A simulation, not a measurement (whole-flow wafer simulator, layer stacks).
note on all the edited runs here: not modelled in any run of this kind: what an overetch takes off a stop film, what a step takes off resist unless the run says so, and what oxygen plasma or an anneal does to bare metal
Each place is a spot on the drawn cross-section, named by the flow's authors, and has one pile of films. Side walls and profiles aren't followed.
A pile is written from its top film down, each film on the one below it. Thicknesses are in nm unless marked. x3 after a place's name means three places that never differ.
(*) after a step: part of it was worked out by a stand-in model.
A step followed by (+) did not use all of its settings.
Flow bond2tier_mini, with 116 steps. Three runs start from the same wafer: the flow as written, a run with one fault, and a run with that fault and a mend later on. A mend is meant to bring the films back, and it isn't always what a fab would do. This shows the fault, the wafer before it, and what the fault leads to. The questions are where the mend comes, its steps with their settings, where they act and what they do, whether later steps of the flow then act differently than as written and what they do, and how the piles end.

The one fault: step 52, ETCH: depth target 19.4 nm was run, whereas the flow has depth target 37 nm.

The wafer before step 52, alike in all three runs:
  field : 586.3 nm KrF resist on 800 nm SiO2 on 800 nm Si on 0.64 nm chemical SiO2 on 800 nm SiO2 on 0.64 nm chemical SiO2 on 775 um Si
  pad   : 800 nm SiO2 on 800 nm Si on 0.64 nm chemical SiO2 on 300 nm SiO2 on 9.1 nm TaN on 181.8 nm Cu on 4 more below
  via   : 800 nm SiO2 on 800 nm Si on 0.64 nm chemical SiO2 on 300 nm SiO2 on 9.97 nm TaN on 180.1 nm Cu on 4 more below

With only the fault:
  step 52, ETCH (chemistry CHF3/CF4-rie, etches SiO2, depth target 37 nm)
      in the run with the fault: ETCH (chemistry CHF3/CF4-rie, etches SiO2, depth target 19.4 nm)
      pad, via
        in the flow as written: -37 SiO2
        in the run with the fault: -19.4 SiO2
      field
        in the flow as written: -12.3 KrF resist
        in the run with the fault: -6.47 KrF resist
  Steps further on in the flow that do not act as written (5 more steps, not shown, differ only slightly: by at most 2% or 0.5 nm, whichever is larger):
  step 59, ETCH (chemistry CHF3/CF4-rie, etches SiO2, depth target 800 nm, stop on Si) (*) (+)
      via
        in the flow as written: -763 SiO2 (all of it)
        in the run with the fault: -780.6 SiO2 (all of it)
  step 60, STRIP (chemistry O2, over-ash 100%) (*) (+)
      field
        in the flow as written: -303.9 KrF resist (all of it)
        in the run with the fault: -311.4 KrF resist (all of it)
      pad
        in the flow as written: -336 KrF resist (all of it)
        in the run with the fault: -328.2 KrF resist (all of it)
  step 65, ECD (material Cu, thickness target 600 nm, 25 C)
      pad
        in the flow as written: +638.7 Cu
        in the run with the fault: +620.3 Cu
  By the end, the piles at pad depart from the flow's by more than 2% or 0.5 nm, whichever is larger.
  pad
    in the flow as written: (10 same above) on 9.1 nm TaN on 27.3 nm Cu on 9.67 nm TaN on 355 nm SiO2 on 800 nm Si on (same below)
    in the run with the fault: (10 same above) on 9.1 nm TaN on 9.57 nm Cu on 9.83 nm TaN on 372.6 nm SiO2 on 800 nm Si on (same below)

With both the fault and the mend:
  After step 52 comes the mend.
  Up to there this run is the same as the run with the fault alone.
  step 52a, ETCH (chemistry CHF3/CF4-rie, etches SiO2, depth target 17.6 nm) (the flow's step 52, run once more with other settings)
      pad, via
        -17.6 SiO2
      field
        -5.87 KrF resist
  Every later step of the flow that is run acts as written at every place that is followed.
  The piles end the same as the flow's at every place that both follow.
